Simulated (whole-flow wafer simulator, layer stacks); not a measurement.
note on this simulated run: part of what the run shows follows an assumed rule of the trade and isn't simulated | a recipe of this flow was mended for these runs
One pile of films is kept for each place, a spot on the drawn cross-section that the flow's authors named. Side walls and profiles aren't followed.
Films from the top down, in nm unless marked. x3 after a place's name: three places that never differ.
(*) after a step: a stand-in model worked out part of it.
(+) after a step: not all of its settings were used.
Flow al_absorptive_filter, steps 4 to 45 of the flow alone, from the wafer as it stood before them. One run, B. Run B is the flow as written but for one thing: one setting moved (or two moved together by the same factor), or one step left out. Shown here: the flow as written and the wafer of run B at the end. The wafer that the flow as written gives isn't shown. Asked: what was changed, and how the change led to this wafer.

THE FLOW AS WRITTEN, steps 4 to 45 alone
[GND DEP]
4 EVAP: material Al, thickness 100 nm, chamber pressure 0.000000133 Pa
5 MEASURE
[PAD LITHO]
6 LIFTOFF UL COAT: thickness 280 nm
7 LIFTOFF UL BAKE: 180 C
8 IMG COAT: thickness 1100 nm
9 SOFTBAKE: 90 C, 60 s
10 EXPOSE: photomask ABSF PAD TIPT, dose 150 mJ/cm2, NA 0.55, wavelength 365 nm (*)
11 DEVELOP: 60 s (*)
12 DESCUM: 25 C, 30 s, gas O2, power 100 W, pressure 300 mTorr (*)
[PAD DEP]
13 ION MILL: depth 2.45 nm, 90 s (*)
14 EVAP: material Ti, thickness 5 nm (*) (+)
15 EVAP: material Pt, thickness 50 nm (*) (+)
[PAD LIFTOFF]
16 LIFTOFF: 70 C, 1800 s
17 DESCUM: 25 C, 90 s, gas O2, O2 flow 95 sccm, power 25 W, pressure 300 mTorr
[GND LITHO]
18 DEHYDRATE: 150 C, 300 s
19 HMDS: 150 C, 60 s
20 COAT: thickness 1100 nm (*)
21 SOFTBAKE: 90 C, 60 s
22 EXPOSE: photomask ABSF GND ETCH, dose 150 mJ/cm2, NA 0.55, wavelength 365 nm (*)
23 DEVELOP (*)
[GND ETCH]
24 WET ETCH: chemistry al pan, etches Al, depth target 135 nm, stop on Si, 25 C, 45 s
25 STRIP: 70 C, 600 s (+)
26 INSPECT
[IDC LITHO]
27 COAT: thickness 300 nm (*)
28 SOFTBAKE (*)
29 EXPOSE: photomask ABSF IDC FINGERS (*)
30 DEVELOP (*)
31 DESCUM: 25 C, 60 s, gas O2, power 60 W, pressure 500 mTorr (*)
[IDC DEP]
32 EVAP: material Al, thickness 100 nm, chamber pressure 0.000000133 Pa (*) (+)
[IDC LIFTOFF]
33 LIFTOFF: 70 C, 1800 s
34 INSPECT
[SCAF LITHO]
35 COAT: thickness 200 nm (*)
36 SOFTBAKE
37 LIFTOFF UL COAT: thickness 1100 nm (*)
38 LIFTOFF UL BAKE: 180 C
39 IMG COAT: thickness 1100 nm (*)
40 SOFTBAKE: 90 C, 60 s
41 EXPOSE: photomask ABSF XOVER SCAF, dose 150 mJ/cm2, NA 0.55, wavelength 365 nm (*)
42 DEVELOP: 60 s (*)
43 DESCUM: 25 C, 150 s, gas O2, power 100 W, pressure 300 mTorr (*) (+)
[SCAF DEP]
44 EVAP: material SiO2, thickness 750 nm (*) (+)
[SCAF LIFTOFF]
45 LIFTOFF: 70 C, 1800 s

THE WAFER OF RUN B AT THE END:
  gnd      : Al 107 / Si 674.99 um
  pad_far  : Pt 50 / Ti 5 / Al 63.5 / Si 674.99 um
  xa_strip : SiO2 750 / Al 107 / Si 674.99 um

The cause: step 4, EVAP: thickness 107 nm was run, where the flow has thickness 100 nm.
It can be read off the wafer: gnd has Al 107, and step 4 as written asks for 100 nm.

How the change led to this, step by step:
  4 EVAP: material Al, thickness 100 nm, chamber pressure 0.000000133 Pa
      gnd, pad_far, pad_near and 11 more: Al +107 (new film) (as written it would be: Al +100 (new film))
  24 WET ETCH: chemistry al pan, etches Al, depth target 135 nm, stop on Si, 25 C, 45 s
      res, xl_gap, idc_field, idc_line, idc_space: Al -93.7 (all of it) (as written it would be: Al -86.7 (all of it))
